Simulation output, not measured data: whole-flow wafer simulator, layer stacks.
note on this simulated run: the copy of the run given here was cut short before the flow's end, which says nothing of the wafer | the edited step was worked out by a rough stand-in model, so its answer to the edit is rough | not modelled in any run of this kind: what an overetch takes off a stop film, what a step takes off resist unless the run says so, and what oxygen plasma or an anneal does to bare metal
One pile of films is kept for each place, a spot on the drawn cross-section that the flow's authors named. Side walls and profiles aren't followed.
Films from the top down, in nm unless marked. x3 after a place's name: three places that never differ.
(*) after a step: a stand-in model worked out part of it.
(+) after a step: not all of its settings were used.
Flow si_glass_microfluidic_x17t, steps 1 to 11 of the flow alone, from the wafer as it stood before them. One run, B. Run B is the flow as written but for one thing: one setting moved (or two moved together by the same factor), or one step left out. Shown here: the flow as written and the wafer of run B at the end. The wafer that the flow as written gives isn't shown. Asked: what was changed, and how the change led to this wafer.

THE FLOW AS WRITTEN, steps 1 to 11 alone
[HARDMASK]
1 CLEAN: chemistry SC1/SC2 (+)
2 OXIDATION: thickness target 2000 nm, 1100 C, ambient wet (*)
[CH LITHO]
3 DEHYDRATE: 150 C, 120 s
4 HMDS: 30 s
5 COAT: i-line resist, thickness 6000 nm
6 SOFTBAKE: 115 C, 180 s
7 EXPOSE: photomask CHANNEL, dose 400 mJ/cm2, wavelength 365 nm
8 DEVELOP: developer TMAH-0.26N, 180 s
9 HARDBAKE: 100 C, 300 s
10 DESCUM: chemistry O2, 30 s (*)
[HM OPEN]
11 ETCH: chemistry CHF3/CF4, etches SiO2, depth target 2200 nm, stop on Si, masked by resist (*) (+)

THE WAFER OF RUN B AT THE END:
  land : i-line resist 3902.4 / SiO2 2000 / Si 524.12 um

The cause: step 11, ETCH: depth target 2475 nm was run, where the flow has depth target 2200 nm.

How the change led to this, step by step:
  11 ETCH: chemistry CHF3/CF4, etches SiO2, depth target 2200 nm, stop on Si, masked by resist (*) (+)
      land: i-line resist -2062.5 (as written it would be: i-line resist -1833.3)
